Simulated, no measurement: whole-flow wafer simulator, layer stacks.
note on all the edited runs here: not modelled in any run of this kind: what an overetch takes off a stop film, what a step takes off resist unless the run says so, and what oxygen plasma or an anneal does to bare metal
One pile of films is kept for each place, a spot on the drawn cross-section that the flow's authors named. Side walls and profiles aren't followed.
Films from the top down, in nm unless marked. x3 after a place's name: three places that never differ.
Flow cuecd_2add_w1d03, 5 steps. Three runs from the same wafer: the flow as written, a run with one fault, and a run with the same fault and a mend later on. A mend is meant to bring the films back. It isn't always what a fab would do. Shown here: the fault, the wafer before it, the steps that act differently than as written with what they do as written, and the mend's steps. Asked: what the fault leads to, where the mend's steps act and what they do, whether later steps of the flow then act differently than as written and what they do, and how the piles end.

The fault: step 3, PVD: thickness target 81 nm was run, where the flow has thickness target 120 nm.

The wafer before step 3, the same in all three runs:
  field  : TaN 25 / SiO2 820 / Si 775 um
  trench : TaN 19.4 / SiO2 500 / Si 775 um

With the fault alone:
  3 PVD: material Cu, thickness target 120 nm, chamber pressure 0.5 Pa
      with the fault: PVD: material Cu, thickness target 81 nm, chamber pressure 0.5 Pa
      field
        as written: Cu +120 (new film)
        with the fault: Cu +81 (new film)
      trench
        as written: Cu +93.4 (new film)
        with the fault: Cu +63.1 (new film)
  No later step of the flow acts differently than as written, at any place that is followed, by more than 2% or 0.5 nm, whichever is larger.
  At the end the piles differ from the flow's by more than 2% or 0.5 nm, whichever is larger, at field, trench.
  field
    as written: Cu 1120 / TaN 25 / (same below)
    with the fault: Cu 1081 / TaN 25 / (same below)
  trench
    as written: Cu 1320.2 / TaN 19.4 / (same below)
    with the fault: Cu 1279.1 / TaN 19.4 / (same below)

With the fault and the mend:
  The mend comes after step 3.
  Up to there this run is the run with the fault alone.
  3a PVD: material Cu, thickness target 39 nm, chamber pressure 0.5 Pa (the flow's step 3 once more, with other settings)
      field
        Cu +39
      trench
        Cu +29.4
  No later step of the flow acts differently than as written, at any place that is followed, by more than 2% or 0.5 nm, whichever is larger.
  At the end the piles are the same as the flow's at every place that both follow.
